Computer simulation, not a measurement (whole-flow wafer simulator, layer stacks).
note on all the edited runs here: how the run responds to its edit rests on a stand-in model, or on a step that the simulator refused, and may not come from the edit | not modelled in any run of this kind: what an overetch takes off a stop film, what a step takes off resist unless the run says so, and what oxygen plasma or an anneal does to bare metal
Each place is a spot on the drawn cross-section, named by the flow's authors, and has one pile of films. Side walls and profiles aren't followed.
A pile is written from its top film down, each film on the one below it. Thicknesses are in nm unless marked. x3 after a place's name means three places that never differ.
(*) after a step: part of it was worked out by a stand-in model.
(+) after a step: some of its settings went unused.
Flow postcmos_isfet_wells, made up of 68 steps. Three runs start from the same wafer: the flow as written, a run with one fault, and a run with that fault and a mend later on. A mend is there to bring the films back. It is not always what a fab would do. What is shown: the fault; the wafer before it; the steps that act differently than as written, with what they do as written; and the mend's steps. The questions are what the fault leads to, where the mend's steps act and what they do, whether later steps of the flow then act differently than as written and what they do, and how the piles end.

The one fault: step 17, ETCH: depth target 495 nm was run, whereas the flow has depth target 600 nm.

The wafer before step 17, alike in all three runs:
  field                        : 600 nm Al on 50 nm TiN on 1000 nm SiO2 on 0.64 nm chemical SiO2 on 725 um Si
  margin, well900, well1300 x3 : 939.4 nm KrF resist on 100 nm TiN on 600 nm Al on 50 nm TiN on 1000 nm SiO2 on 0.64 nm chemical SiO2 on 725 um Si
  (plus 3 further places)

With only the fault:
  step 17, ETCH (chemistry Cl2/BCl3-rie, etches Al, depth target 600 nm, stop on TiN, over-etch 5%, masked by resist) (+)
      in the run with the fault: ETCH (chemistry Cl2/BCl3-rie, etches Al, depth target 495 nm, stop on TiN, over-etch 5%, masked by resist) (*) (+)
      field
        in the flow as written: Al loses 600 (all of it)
        in the run with the fault: Al loses 495
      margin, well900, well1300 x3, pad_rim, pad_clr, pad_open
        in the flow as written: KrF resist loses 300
        in the run with the fault: KrF resist loses 247.5
  Steps further on in the flow that do not act as written (not shown: 1 more step that differs only slightly, by at most 2% or 0.5 nm, whichever is larger):
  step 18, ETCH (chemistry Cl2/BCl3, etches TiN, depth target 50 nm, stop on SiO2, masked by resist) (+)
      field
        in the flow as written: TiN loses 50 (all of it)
        in the run with the fault: Al loses 105 (all of it), TiN loses 5.9
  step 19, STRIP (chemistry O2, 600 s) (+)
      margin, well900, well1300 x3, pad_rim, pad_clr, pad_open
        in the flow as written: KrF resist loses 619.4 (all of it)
        in the run with the fault: KrF resist loses 671.9 (all of it)
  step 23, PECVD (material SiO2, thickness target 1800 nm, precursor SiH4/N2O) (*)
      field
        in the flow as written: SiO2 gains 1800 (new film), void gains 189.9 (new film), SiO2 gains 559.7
        in the run with the fault: SiO2 gains 1800 (new film), void gains 157.4 (new film), SiO2 gains 548.5 (new film)
  By the end, the piles at field depart from the flow's by more than 2% or 0.5 nm, whichever is larger.
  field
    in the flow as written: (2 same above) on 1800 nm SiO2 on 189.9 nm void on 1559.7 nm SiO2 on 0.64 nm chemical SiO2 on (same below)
    in the run with the fault: (2 same above) on 1800 nm SiO2 on 157.4 nm void on 548.5 nm SiO2 on 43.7 nm TiN on 1000 nm SiO2 on 0.64 nm chemical SiO2 on (same below)

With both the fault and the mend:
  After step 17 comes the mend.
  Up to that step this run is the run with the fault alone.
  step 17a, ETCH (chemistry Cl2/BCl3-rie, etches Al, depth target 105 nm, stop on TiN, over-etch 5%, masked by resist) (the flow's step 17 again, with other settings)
      margin, well900, well1300 x3, pad_rim, pad_clr, pad_open
        KrF resist loses 52.5
      field
        Al loses 105 (all of it)
  Every later step of the flow that is run acts as written at every place that is followed.
  At every place that both follow, the piles at the end match the flow's.
